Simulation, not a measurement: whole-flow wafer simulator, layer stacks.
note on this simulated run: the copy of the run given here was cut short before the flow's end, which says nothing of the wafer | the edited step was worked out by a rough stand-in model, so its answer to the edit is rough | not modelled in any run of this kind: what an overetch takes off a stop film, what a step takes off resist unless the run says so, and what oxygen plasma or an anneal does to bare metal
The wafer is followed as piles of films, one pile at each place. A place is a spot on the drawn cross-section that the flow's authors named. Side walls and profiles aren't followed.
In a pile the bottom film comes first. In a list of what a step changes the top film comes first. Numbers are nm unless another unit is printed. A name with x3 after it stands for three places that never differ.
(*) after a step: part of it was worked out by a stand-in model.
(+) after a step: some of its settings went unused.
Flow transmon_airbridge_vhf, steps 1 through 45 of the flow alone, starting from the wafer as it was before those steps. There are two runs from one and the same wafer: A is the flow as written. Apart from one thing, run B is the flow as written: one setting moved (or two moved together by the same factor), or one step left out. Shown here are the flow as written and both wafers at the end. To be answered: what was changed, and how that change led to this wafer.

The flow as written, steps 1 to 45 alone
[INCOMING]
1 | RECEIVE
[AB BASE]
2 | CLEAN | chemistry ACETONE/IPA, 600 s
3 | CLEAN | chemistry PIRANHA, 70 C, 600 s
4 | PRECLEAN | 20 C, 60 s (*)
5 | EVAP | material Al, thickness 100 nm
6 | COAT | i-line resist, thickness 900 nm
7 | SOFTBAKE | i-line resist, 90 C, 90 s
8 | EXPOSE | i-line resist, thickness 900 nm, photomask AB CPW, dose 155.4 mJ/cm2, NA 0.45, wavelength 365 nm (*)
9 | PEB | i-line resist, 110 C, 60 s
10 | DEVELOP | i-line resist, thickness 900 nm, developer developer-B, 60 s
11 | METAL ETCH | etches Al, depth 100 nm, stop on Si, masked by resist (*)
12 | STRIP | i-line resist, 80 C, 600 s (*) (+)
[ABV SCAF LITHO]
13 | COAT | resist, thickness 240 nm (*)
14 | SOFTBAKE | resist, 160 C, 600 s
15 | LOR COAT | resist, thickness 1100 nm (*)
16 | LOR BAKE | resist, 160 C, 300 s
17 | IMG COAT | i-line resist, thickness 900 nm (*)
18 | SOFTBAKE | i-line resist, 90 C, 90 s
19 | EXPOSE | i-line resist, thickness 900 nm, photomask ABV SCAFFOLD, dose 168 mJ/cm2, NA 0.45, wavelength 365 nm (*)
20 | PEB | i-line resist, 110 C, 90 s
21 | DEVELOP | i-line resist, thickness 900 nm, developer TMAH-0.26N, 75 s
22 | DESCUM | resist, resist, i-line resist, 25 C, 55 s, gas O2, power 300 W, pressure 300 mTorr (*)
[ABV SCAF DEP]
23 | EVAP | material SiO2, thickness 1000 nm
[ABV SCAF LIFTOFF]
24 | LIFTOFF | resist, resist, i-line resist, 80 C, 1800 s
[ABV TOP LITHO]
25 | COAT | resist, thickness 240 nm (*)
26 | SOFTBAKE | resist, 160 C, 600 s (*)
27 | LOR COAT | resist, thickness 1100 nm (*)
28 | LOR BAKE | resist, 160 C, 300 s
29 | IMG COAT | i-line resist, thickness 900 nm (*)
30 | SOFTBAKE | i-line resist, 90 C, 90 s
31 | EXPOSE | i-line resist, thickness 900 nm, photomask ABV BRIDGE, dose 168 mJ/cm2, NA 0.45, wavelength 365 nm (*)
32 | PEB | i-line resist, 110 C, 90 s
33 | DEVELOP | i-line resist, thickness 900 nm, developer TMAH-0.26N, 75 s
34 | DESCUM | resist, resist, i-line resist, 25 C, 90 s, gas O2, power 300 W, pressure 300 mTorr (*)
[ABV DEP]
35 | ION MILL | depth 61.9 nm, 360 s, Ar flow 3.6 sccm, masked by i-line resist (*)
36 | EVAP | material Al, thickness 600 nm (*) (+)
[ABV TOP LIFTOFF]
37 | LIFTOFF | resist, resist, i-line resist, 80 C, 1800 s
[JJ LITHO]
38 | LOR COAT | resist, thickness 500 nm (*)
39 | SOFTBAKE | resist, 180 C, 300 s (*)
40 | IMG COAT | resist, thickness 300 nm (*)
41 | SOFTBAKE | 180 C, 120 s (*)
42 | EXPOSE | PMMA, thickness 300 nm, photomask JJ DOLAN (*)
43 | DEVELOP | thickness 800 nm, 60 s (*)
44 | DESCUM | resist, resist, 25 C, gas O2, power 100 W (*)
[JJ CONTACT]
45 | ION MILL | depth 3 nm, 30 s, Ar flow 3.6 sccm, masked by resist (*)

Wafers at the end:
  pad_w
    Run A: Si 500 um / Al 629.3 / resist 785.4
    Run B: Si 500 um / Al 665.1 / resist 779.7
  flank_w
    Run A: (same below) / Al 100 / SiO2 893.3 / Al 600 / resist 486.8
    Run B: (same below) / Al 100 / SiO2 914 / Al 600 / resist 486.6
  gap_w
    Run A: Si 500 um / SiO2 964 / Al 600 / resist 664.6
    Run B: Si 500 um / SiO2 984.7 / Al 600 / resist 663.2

Cause: step 35, ION MILL: depth 26.3 nm was run, though the flow has depth 61.9 nm; step 35, ION MILL: 153 s was run, where the flow has 360 s.

How this came from the change, step by step:
  35 | ION MILL | depth 61.9 nm, 360 s, Ar flow 3.6 sccm, masked by i-line resist (*)
      field x3, jj_line, ground_far, trace_open_s x2, margin_s, margin_n: A -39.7 i-line resist | B -16.9 i-line resist
      flank_w, gap_w, cpw_trace, gap_e, flank_e, bridge_strip: A -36 SiO2 | B -15.3 SiO2
      (and at 2 other places as well)
  37 | LIFTOFF | resist, resist, i-line resist, 80 C, 1800 s
      field x3, jj_line, trace_open_s x2: A -600 Al (all of it), -600 i-line resist (all of it), -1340 resist (all of it) | B -600 Al (all of it), -622.8 i-line resist (all of it), -1340 resist (all of it)
      margin_s, margin_n: A -600 Al (all of it), -318.3 i-line resist (all of it), -992 resist (all of it) | B -600 Al (all of it), -341.1 i-line resist (all of it), -992 resist (all of it)
      (and at 1 other place as well)
